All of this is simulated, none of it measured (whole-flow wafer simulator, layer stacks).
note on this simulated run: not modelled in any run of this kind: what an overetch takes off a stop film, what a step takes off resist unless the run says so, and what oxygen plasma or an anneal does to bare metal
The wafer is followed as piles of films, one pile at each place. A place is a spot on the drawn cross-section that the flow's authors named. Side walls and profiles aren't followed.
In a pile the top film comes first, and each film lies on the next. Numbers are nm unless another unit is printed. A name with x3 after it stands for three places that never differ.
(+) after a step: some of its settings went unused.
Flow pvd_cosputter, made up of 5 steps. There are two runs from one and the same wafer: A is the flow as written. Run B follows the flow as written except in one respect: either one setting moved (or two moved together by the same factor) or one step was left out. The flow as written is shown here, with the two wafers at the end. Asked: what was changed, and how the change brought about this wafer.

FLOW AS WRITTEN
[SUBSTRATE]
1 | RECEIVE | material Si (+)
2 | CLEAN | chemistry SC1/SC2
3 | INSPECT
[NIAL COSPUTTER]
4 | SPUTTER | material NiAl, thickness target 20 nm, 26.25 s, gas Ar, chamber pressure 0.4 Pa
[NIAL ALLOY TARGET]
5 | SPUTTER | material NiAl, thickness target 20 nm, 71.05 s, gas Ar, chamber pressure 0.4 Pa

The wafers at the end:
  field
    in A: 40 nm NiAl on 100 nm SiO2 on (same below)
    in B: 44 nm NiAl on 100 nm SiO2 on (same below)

The reason: step 4, SPUTTER: thickness target 24 nm was run, though the flow has thickness target 20 nm; step 4, SPUTTER: 31.5 s was run, where the flow has 26.25 s.

The path from the change to this, step by step:
  4 | SPUTTER | material NiAl, thickness target 20 nm, 26.25 s, gas Ar, chamber pressure 0.4 Pa
      field: A NiAl gains 20 (new film) | B NiAl gains 24 (new film)
